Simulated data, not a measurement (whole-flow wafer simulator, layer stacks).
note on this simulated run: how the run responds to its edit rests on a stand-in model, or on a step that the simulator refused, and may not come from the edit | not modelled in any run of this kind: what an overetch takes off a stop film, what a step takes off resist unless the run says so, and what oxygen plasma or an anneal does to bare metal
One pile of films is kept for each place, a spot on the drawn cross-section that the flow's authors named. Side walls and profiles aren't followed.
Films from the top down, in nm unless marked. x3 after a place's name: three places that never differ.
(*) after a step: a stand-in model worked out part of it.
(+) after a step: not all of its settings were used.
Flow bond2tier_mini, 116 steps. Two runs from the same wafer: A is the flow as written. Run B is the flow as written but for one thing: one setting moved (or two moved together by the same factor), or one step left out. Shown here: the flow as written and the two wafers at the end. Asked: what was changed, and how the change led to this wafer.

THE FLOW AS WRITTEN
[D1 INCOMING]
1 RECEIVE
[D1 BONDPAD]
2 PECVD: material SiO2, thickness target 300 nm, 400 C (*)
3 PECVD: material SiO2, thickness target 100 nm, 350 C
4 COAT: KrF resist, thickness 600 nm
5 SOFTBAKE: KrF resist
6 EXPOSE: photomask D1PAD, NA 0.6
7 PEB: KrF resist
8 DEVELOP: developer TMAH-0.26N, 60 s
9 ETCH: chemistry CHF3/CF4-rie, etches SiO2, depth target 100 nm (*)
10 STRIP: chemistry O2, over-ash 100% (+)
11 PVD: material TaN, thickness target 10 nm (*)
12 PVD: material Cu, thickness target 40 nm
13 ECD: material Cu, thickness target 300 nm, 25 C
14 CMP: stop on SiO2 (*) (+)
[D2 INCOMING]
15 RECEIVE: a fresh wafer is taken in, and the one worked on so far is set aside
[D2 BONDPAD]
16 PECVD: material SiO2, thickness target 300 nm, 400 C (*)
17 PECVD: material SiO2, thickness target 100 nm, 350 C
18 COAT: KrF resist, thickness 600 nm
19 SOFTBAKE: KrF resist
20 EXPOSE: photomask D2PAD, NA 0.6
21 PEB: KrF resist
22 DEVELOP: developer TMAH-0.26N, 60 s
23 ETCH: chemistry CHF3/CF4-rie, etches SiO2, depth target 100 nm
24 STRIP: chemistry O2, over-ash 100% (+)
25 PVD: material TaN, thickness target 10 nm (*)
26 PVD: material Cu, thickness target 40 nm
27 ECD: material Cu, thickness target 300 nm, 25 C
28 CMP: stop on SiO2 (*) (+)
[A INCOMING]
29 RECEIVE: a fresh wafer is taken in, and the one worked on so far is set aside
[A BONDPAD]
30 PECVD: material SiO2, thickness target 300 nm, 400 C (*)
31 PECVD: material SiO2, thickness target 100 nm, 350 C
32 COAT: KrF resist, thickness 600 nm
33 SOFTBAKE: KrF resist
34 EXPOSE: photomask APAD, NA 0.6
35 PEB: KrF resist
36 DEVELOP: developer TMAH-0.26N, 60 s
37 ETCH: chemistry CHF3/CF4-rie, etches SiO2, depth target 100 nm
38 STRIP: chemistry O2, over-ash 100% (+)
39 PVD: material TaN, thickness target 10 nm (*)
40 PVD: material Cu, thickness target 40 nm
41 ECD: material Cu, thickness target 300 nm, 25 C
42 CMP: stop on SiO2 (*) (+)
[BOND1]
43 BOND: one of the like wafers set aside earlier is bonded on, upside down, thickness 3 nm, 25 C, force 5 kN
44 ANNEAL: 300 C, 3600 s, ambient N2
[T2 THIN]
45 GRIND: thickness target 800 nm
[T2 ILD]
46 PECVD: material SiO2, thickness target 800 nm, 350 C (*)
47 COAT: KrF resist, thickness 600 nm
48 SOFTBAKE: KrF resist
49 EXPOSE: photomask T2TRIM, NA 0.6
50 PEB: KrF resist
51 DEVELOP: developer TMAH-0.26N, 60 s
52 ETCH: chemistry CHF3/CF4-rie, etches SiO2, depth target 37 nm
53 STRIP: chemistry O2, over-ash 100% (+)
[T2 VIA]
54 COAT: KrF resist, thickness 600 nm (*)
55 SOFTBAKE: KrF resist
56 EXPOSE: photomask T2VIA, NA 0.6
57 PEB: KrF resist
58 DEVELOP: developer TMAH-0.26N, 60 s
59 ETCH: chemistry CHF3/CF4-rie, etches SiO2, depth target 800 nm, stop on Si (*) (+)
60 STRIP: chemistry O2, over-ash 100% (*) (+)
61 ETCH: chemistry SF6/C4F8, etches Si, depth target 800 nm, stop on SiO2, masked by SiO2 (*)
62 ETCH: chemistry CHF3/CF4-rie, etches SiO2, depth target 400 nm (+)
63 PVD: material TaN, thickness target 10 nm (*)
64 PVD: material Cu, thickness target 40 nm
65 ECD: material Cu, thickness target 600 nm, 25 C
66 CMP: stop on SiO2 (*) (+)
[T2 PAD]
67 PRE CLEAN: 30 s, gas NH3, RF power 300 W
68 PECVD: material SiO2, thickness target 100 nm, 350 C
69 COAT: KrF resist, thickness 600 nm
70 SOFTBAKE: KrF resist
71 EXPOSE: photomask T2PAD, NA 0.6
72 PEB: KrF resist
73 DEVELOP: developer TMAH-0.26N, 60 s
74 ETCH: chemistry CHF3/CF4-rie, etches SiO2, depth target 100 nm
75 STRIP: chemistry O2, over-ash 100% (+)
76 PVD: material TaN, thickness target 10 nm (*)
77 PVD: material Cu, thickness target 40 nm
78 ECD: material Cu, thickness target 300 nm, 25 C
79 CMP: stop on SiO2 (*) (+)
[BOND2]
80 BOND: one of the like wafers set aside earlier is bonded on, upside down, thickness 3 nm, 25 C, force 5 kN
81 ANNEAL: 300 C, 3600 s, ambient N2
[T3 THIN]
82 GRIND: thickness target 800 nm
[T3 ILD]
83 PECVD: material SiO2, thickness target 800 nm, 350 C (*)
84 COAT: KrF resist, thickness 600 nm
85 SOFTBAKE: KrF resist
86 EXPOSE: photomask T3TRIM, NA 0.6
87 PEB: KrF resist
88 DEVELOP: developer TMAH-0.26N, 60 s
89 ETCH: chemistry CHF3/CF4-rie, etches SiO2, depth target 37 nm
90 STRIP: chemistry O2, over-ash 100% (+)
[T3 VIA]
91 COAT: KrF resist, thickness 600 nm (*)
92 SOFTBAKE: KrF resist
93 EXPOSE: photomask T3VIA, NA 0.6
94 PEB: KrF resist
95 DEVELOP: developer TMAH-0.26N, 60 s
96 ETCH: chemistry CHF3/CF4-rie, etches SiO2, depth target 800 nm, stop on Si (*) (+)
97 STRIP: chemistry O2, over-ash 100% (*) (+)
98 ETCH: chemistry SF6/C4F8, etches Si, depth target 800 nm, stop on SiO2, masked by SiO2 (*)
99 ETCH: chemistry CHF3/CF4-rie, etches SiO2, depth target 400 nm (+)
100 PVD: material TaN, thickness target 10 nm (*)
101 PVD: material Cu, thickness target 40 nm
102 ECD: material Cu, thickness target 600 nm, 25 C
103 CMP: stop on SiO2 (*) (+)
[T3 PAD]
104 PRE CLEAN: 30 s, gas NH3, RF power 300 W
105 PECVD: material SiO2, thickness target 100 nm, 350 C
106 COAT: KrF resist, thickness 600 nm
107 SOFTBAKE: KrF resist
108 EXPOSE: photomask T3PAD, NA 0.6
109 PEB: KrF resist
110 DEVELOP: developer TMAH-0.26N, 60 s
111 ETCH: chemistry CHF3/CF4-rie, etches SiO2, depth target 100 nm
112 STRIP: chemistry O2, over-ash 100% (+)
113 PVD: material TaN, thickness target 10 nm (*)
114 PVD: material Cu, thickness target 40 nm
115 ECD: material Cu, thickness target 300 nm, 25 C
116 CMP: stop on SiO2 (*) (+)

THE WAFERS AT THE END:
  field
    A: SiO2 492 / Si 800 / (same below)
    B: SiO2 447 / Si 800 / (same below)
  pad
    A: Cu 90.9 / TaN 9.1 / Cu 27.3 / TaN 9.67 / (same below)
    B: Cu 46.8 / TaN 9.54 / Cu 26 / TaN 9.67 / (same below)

The cause: step 105, PECVD: thickness target 55 nm was run, where the flow has thickness target 100 nm.

How the change led to this, step by step:
  105 PECVD: material SiO2, thickness target 100 nm, 350 C
      field: A SiO2 +100 | B SiO2 +55
      pad: A SiO2 +100 (new film) | B SiO2 +55 (new film)
  111 ETCH: chemistry CHF3/CF4-rie, etches SiO2, depth target 100 nm
      pad: A SiO2 -100 (all of it) | B SiO2 -55 (all of it), Cu -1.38
      field: A KrF resist -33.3 | B KrF resist -27.5
  114 PVD: material Cu, thickness target 40 nm
      pad: A Cu +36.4 (new film) | B Cu +38 (new film)
  115 ECD: material Cu, thickness target 300 nm, 25 C
      pad: A Cu +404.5 | B Cu +358.9
